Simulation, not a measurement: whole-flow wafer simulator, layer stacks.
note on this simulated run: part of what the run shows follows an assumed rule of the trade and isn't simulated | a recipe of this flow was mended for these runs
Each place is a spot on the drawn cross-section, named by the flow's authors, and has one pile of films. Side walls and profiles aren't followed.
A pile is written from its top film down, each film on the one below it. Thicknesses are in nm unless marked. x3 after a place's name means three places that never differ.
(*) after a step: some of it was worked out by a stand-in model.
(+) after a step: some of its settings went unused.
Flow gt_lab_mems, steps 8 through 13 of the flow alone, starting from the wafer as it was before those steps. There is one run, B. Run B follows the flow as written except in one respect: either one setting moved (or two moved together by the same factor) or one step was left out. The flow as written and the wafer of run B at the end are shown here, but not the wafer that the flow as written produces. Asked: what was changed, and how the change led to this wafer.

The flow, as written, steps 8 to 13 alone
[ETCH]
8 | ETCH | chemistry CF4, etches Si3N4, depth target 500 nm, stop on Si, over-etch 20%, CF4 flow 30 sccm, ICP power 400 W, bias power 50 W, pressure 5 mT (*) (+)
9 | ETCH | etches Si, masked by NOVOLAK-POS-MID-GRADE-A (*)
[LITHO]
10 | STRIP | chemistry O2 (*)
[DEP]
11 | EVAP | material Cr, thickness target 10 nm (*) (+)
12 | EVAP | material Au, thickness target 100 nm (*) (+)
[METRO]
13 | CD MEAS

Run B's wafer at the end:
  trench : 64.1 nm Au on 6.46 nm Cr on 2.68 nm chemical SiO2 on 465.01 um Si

Cause: step 8, ETCH: depth target 464 nm was run, while the flow as written has depth target 500 nm.

How this came from the change, step by step:
  8 | ETCH | chemistry CF4, etches Si3N4, depth target 500 nm, stop on Si, over-etch 20%, CF4 flow 30 sccm, ICP power 400 W, bias power 50 W, pressure 5 mT (*) (+)
      field: g/i-line-resist loses 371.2 (it would be, as written: g/i-line-resist loses 400)
      trench: Si3N4 loses 500 (all of it), chemical SiO2 loses 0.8 (all of it), Si loses 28 (it would be, as written: Si3N4 loses 500 (all of it), chemical SiO2 loses 0.8 (all of it), Si loses 49.6)
  10 | STRIP | chemistry O2 (*)
      field: g/i-line-resist loses 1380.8 (all of it) (it would be, as written: g/i-line-resist loses 1352 (all of it))
